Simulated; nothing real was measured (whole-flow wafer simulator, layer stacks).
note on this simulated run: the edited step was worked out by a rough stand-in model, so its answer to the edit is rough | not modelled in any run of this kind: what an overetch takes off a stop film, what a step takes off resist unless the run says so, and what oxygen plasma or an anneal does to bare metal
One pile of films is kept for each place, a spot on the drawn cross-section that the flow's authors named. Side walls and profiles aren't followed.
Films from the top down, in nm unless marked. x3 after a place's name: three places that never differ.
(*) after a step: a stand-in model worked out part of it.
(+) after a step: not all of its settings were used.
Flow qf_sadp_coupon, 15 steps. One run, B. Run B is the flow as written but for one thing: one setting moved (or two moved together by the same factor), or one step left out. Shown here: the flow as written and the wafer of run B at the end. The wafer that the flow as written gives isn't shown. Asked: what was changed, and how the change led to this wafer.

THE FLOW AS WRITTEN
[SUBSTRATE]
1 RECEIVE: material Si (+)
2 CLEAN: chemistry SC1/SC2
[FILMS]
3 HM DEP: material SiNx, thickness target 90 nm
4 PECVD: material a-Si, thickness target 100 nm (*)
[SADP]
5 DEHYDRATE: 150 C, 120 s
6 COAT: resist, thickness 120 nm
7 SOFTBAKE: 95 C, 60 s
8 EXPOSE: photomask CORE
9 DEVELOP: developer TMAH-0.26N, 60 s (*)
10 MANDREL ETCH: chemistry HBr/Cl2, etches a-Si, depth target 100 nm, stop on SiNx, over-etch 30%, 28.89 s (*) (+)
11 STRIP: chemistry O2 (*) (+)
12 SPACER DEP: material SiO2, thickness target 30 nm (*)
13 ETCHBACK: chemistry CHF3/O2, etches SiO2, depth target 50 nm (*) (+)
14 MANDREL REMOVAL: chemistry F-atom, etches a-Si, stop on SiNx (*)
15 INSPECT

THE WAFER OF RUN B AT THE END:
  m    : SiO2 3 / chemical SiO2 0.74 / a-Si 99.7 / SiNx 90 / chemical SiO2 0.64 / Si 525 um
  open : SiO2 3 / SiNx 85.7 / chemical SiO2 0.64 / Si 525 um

The cause: step 13, ETCHBACK: depth target 27 nm was run, where the flow has depth target 50 nm.

How the change led to this, step by step:
  13 ETCHBACK: chemistry CHF3/O2, etches SiO2, depth target 50 nm (*) (+)
      m: SiO2 -27 (as written it would be: SiO2 -30 (all of it), chemical SiO2 -0.74 (all of it), a-Si -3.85)
      open: SiO2 -27 (as written it would be: SiO2 -30 (all of it), SiNx -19)
  14 MANDREL REMOVAL: chemistry F-atom, etches a-Si, stop on SiNx (*)
      m: nothing (as written it would be: a-Si -95.8 (all of it))
